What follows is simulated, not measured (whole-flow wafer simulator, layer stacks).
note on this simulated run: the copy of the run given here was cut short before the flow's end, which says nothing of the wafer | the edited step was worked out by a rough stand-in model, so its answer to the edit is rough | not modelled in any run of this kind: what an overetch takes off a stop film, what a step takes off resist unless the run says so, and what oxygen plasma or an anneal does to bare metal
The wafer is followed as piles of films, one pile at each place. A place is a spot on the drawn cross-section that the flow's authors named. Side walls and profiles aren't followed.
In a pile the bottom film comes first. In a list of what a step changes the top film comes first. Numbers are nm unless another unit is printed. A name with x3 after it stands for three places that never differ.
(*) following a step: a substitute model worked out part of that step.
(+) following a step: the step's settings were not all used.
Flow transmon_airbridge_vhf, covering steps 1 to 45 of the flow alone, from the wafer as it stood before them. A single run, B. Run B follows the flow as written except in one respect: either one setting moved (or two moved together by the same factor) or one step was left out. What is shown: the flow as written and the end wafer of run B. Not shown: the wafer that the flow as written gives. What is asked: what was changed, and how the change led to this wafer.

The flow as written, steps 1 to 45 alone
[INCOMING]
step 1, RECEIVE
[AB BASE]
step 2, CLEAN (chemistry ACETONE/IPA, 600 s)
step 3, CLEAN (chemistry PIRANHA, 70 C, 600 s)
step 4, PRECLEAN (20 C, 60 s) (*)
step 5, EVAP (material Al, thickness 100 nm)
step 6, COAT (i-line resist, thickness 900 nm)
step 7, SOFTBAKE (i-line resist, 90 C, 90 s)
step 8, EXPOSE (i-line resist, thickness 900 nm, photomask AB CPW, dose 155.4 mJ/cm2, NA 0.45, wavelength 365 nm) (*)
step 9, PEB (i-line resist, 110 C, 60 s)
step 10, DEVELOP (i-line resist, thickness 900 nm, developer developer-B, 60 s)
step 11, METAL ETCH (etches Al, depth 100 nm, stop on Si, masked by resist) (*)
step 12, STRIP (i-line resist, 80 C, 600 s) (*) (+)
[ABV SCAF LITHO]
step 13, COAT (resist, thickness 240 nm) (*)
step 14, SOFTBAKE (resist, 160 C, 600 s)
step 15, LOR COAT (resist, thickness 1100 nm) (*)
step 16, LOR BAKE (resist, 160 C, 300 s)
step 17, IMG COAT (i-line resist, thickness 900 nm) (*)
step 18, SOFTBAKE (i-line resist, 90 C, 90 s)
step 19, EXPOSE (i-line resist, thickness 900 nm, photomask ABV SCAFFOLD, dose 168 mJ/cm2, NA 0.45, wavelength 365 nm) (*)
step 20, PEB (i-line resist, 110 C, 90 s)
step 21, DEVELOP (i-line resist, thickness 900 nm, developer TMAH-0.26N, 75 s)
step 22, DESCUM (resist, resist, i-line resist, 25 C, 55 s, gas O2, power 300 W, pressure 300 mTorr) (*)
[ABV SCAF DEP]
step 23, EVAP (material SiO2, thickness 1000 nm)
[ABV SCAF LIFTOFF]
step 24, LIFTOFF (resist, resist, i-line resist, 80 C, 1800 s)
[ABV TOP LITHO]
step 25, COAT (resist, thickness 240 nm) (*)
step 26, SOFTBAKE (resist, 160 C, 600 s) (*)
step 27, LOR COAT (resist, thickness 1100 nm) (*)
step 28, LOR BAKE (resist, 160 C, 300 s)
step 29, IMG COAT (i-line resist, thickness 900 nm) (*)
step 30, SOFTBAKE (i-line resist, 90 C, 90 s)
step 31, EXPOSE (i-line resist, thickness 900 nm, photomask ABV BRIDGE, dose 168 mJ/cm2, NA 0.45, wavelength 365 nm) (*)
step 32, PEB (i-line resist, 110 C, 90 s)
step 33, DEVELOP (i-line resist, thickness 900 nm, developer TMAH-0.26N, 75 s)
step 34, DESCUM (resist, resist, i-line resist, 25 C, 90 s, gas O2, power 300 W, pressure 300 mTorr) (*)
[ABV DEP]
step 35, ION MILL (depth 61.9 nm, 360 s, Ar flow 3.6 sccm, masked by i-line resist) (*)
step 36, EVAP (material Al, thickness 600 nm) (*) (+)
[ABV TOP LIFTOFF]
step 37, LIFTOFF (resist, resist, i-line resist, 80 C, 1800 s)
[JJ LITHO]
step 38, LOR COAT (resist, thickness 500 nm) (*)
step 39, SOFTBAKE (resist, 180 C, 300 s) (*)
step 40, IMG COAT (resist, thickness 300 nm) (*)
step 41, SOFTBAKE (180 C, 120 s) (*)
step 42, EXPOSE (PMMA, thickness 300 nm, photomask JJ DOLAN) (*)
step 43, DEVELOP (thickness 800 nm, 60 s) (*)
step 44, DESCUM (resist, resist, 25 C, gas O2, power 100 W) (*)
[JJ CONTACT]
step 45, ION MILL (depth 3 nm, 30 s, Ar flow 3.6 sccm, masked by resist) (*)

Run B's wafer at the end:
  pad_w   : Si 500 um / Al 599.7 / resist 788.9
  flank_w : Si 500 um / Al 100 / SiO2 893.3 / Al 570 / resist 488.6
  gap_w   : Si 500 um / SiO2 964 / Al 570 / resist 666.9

The reason: step 36, EVAP: thickness 570 nm was run, whereas the flow has thickness 600 nm.
One can read it off the wafer: flank_w has Al 570, and step 36 as written asks for 600 nm.

How this came from the change, step by step:
  step 36, EVAP (material Al, thickness 600 nm) (*) (+)
      field x3, jj_line, ground_far and 10 more: Al gains 570 (new film) (as written it would have been: Al gains 600 (new film))
      pad_w, pad_e: Al gains 561.7 (as written it would have been: Al gains 591.2)
  step 37, LIFTOFF (resist, resist, i-line resist, 80 C, 1800 s)
      field x3, jj_line, trace_open_s x2: Al loses 570 (all of it), i-line resist loses 600 (all of it), resist loses 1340 (all of it) (as written it would have been: Al loses 600 (all of it), i-line resist loses 600 (all of it), resist loses 1340 (all of it))
      margin_s, margin_n: Al loses 570 (all of it), i-line resist loses 318.3 (all of it), resist loses 992 (all of it) (as written it would have been: Al loses 600 (all of it), i-line resist loses 318.3 (all of it), resist loses 992 (all of it))
      (as well as at 1 more place)
